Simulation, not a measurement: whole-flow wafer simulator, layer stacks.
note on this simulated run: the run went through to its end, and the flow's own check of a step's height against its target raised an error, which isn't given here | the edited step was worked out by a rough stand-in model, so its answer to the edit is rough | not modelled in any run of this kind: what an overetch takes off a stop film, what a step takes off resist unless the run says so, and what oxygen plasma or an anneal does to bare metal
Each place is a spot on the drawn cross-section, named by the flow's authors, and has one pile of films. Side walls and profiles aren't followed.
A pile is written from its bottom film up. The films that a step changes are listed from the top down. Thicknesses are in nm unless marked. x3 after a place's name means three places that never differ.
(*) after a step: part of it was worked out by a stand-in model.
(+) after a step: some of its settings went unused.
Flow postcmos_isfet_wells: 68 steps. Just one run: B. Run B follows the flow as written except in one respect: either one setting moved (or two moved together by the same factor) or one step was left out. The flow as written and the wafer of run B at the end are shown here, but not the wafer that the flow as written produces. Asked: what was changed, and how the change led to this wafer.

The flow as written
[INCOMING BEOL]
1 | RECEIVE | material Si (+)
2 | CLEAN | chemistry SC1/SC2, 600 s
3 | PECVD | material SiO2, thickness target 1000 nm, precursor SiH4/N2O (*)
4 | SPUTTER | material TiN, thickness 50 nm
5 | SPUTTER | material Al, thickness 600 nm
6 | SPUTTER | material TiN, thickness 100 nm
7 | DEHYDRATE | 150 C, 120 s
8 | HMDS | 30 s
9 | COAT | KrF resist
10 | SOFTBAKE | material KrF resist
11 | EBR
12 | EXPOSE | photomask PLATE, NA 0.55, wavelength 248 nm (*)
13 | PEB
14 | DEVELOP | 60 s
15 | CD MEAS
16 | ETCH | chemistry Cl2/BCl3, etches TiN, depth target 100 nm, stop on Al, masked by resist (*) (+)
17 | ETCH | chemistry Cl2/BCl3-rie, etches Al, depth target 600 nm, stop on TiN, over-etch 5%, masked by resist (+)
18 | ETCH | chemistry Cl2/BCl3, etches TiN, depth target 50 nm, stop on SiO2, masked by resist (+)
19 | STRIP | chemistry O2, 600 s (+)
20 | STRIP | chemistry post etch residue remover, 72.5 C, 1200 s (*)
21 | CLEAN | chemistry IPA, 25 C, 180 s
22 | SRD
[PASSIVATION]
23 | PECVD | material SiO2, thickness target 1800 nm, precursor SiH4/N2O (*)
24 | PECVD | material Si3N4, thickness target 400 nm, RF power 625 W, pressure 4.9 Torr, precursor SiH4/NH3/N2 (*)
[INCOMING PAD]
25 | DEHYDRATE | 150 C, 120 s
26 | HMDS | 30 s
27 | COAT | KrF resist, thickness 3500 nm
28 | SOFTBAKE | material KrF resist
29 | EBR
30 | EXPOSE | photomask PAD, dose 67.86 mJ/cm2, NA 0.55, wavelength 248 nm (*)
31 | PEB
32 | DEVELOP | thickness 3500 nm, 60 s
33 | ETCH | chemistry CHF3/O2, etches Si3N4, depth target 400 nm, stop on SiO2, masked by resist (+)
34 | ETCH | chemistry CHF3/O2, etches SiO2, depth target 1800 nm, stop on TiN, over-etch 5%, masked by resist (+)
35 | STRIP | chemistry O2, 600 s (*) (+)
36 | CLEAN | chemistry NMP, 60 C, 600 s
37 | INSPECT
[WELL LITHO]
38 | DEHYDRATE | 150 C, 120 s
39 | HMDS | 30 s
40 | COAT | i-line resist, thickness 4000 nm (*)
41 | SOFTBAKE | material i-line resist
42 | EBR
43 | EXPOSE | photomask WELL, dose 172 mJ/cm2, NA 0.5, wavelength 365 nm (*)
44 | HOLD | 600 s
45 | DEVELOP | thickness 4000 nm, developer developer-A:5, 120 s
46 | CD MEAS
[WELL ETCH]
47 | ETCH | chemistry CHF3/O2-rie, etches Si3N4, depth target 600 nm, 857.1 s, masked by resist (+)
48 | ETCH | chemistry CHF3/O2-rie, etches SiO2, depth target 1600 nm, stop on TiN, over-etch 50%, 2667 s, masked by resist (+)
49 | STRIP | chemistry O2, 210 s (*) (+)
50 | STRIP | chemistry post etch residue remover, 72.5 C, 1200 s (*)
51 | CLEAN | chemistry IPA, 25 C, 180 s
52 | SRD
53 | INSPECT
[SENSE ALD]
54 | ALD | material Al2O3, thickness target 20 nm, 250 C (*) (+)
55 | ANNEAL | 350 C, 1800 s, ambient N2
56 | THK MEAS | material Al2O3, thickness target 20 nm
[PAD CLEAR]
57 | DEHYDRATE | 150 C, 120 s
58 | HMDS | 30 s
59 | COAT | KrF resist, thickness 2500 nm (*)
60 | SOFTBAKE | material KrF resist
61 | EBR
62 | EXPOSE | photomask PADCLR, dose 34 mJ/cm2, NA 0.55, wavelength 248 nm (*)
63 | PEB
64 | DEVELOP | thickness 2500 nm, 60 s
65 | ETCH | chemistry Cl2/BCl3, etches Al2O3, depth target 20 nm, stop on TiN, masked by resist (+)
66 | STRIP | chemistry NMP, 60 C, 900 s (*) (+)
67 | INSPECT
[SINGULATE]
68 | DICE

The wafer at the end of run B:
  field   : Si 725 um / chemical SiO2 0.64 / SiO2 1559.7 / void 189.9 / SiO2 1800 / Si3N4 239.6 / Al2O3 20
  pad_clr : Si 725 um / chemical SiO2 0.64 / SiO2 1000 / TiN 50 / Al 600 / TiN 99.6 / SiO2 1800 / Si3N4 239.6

The reason: step 24, PECVD: thickness target 240 nm was run, though the flow has thickness target 400 nm.

How this came from the change, step by step:
  24 | PECVD | material Si3N4, thickness target 400 nm, RF power 625 W, pressure 4.9 Torr, precursor SiH4/NH3/N2 (*)
      field, margin, well900, well1300 x3, pad_rim, pad_clr, pad_open: Si3N4 gains 240 (new film) (it would be, as written: Si3N4 gains 400 (new film))
  33 | ETCH | chemistry CHF3/O2, etches Si3N4, depth target 400 nm, stop on SiO2, masked by resist (+)
      field, margin, well900, well1300 x3, pad_rim, pad_clr: KrF resist loses 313 (it would be, as written: KrF resist loses 347.8)
      pad_open: Si3N4 loses 240 (all of it) (it would be, as written: Si3N4 loses 400 (all of it))
  35 | STRIP | chemistry O2, 600 s (*) (+)
      field, margin, well900, well1300 x3, pad_rim, pad_clr: KrF resist loses 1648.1 (all of it) (it would be, as written: KrF resist loses 1613.3 (all of it))
  41 | SOFTBAKE | material i-line resist
      pad_clr: i-line resist loses 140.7 (it would be, as written: i-line resist loses 156.7)
      pad_open: i-line resist gains 108.2 (it would be, as written: i-line resist gains 115.3)
  47 | ETCH | chemistry CHF3/O2-rie, etches Si3N4, depth target 600 nm, 857.1 s, masked by resist (+)
      well900, well1300 x3: Si3N4 loses 240 (all of it), SiO2 loses 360 (it would be, as written: Si3N4 loses 400 (all of it), SiO2 loses 200)
  48 | ETCH | chemistry CHF3/O2-rie, etches SiO2, depth target 1600 nm, stop on TiN, over-etch 50%, 2667 s, masked by resist (+)
      well900, well1300 x3: SiO2 loses 1440 (all of it) (it would be, as written: SiO2 loses 1600 (all of it))
  49 | STRIP | chemistry O2, 210 s (*) (+)
      pad_clr: i-line resist loses 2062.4 (all of it) (it would be, as written: i-line resist loses 1996.5 (all of it))
  59 | COAT | KrF resist, thickness 2500 nm (*)
      field: KrF resist gains 1525.4 (new film) (it would be, as written: KrF resist gains 1449 (new film))
      margin: KrF resist gains 1525.4 (new film) (it would be, as written: KrF resist gains 1448.9 (new film))
      (and at 1 other place as well)
  64 | DEVELOP | thickness 2500 nm, 60 s
      pad_clr: KrF resist loses 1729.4 (all of it) (it would be, as written: KrF resist loses 1676 (all of it))
  66 | STRIP | chemistry NMP, 60 C, 900 s (*) (+)
      field, margin: KrF resist loses 1476 (all of it) (it would be, as written: KrF resist loses 1400.1 (all of it))
